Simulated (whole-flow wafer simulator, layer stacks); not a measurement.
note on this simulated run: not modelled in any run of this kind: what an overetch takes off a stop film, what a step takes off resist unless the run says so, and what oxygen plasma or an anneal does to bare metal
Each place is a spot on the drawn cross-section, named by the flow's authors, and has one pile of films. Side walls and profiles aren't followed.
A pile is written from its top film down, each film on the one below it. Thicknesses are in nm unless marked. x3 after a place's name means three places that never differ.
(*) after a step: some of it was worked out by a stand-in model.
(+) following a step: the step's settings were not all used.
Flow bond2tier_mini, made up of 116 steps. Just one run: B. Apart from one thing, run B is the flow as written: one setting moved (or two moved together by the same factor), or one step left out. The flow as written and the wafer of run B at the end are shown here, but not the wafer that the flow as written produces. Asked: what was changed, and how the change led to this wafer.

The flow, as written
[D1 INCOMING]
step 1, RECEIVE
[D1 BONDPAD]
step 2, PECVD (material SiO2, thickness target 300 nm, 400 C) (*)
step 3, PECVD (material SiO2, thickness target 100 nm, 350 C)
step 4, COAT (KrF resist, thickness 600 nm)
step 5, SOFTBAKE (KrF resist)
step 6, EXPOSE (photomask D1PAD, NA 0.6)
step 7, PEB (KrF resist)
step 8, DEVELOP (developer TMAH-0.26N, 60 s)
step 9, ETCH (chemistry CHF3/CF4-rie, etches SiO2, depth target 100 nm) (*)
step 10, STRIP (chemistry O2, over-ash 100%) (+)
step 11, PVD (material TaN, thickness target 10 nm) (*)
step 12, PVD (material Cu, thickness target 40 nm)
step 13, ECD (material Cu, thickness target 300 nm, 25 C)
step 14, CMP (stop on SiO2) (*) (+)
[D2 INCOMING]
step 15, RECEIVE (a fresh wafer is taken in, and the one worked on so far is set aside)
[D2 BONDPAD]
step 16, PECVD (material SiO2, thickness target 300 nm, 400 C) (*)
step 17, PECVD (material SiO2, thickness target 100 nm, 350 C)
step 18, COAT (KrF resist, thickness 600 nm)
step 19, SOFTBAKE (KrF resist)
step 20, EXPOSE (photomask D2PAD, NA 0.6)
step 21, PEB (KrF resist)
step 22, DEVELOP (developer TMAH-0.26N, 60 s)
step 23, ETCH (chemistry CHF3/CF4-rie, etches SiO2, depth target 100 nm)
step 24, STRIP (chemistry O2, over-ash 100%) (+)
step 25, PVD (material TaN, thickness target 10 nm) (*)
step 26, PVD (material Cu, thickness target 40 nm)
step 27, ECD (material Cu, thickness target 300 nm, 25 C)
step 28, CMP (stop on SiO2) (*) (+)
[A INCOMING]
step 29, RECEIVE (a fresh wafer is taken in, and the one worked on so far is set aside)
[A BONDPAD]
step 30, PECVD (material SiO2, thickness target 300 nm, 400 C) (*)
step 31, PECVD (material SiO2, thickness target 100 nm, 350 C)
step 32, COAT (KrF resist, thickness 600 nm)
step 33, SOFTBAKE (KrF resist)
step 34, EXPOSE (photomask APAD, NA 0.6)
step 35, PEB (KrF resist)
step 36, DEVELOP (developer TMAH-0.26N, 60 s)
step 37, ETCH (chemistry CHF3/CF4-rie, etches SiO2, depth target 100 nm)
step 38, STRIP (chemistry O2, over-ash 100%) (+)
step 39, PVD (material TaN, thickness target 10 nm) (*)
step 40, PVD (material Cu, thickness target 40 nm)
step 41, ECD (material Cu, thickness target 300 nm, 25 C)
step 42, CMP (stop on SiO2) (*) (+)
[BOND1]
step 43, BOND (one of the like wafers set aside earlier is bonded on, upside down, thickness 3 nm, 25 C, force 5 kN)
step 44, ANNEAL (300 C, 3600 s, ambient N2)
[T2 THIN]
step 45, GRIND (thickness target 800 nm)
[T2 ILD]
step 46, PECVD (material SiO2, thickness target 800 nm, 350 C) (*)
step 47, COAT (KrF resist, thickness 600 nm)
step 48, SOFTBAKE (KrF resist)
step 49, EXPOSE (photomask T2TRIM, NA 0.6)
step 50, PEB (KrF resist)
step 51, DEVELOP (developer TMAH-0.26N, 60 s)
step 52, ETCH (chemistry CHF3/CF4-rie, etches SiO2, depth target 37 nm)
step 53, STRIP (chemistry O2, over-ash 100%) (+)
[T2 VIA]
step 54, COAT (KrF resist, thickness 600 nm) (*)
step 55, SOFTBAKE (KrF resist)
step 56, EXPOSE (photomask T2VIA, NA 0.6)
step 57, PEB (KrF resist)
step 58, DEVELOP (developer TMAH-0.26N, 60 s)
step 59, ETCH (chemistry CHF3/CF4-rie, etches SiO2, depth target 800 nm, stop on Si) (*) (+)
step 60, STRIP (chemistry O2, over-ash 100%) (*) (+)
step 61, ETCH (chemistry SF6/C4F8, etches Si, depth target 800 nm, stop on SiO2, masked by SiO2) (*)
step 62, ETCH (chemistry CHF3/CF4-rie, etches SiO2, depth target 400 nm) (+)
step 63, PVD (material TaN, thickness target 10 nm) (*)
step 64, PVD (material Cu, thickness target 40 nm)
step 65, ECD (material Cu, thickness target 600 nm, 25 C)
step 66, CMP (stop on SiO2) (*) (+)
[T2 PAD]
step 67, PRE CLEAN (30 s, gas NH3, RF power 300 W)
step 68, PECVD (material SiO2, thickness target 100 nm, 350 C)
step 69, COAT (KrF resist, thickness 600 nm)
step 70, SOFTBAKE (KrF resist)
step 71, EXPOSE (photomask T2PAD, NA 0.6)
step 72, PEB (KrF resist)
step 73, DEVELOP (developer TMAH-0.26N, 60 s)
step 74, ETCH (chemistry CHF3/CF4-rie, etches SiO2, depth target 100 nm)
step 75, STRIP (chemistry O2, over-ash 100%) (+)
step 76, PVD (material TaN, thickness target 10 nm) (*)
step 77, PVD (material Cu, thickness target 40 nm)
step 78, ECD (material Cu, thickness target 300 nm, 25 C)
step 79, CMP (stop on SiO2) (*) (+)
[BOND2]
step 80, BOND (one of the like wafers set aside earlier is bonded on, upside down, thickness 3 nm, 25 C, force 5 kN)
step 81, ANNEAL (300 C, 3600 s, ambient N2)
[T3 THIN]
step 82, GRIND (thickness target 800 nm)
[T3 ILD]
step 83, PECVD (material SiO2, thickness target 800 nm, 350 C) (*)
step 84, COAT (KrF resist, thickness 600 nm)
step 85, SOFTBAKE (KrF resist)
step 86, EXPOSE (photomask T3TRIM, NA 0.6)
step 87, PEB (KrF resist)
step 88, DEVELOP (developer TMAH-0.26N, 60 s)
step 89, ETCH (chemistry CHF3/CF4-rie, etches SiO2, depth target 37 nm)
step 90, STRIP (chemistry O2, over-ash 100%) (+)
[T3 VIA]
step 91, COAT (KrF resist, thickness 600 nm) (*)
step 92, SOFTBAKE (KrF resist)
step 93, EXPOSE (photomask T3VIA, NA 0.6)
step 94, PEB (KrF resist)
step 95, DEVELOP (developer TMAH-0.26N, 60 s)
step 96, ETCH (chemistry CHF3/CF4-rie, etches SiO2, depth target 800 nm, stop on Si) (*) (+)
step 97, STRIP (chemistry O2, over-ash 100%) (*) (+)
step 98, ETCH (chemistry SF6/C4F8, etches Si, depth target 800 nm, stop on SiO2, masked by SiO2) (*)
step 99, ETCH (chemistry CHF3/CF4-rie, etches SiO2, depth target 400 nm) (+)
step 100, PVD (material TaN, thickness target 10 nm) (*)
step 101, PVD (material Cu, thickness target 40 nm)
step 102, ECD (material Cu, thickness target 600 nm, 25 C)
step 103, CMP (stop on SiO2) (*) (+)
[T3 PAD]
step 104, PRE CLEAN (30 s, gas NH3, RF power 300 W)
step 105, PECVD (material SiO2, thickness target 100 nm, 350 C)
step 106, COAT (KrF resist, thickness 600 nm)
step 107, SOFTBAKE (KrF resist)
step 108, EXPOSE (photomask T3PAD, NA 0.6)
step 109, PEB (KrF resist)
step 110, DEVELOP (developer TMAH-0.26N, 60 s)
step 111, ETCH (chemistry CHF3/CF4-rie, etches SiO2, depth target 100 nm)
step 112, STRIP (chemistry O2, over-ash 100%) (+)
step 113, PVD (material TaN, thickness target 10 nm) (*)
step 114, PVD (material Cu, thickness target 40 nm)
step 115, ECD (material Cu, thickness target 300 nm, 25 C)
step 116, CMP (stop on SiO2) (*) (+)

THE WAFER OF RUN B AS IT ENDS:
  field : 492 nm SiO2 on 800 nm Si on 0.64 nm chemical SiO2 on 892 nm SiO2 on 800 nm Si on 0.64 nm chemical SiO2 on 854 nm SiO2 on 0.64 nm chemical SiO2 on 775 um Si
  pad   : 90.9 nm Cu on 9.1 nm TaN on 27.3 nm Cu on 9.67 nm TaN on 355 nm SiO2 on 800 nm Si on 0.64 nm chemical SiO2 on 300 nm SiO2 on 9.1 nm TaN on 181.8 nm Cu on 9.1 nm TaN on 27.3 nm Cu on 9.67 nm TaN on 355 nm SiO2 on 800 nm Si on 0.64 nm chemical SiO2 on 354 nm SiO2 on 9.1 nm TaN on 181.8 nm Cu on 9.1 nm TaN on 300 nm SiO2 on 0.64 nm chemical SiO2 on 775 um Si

What caused this: step 3, PECVD: thickness target 154 nm was run, while the flow as written has thickness target 100 nm.

The path from the change to this, step by step:
  step 3, PECVD (material SiO2, thickness target 100 nm, 350 C)
      field, pad, via: SiO2 gains 154 (as written it would have been: SiO2 gains 100)
  step 43, BOND (one of the like wafers set aside earlier is bonded on, upside down, thickness 3 nm, 25 C, force 5 kN)
      field: Si gains 775 um (new film), chemical SiO2 gains 0.64 (new film), SiO2 gains 454 (as written it would have been: Si gains 775 um (new film), chemical SiO2 gains 0.64 (new film), SiO2 gains 400)
      pad: Si gains 775 um (new film), chemical SiO2 gains 0.64 (new film), SiO2 gains 354 (new film), TaN gains 9.1 (new film), Cu gains 90.9 (as written it would have been: Si gains 775 um (new film), chemical SiO2 gains 0.64 (new film), SiO2 gains 300 (new film), TaN gains 9.1 (new film), Cu gains 90.9)
      (as well as at 1 more place)
